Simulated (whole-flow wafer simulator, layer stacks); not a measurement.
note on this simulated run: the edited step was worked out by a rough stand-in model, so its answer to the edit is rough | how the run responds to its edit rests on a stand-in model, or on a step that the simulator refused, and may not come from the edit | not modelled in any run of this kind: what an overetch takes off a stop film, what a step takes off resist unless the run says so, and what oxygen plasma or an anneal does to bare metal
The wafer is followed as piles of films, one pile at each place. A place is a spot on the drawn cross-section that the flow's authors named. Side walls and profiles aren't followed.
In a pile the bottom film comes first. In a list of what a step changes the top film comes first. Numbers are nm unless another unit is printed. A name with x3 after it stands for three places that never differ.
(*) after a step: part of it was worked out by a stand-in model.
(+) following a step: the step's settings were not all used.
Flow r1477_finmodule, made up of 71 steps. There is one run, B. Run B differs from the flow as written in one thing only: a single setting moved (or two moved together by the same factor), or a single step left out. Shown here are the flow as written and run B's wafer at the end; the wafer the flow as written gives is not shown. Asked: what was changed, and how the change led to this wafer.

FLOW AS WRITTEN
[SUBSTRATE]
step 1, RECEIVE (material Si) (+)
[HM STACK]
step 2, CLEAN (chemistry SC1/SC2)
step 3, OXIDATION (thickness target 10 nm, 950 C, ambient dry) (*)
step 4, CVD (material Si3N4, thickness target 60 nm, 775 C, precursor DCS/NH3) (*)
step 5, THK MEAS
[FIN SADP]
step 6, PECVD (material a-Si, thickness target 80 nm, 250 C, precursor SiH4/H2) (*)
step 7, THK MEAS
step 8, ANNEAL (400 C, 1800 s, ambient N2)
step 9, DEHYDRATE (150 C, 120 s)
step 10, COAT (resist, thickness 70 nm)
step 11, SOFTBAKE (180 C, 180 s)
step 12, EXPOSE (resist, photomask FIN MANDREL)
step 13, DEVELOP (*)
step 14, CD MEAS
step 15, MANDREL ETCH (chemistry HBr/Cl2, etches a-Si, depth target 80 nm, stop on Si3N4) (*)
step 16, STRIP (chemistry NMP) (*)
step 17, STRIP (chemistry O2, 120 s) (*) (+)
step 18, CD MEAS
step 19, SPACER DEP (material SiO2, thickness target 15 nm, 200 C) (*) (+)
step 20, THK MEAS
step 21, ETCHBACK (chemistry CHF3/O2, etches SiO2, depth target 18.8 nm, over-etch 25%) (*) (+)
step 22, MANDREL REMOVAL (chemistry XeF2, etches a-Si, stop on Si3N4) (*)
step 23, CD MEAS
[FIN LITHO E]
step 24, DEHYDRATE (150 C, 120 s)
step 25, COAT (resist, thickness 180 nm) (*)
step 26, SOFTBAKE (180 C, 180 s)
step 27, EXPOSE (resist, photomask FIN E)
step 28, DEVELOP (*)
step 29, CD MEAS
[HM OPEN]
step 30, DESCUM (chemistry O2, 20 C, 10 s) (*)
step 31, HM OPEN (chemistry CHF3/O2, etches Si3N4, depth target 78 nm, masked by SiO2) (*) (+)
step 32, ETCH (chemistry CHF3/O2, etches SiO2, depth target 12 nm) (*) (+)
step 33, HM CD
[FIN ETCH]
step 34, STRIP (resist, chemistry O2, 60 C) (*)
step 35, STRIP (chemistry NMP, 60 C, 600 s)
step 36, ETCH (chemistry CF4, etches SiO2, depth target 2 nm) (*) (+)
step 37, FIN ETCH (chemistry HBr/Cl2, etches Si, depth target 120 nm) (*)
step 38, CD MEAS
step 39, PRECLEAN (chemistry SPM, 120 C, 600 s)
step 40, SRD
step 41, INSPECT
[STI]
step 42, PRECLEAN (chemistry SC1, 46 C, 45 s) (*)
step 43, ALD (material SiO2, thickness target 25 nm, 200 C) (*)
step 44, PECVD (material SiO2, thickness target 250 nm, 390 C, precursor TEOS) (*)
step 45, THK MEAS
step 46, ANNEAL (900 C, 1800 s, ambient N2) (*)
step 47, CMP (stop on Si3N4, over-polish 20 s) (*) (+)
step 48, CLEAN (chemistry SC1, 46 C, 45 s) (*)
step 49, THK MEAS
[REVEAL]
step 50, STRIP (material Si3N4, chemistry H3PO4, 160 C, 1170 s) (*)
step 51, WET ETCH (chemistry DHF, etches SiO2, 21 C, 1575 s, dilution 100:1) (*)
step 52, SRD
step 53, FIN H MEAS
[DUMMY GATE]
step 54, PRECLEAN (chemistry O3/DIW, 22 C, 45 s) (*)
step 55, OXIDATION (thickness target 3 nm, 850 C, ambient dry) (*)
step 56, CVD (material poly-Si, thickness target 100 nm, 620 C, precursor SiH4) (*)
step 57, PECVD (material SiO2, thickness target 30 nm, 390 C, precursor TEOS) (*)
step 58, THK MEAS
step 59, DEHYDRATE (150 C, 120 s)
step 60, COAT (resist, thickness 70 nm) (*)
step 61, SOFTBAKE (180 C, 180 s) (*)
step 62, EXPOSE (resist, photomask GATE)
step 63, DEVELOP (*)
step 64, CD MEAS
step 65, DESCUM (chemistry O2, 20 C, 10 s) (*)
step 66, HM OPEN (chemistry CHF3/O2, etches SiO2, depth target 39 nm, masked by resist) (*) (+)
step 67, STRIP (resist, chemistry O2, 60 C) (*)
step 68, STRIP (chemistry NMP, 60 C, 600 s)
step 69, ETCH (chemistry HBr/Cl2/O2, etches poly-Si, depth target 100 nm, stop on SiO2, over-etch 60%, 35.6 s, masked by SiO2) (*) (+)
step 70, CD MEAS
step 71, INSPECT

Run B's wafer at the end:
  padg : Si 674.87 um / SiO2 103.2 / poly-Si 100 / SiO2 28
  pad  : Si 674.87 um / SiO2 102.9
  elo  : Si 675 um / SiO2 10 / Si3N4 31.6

What caused this: step 57, PECVD: thickness target 33.3 nm was run, while the flow as written has thickness target 30 nm.

How this came from the change, step by step:
  step 57, PECVD (material SiO2, thickness target 30 nm, 390 C, precursor TEOS) (*)
      pad, padg, elg and 33 more: +33.3 SiO2 (new film) (it would be, as written: +30 SiO2 (new film))
  step 66, HM OPEN (chemistry CHF3/O2, etches SiO2, depth target 39 nm, masked by resist) (*) (+)
      pad, elo, eso and 15 more: -33.3 SiO2 (all of it), -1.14 poly-Si (it would be, as written: -30 SiO2 (all of it), -1.8 poly-Si)
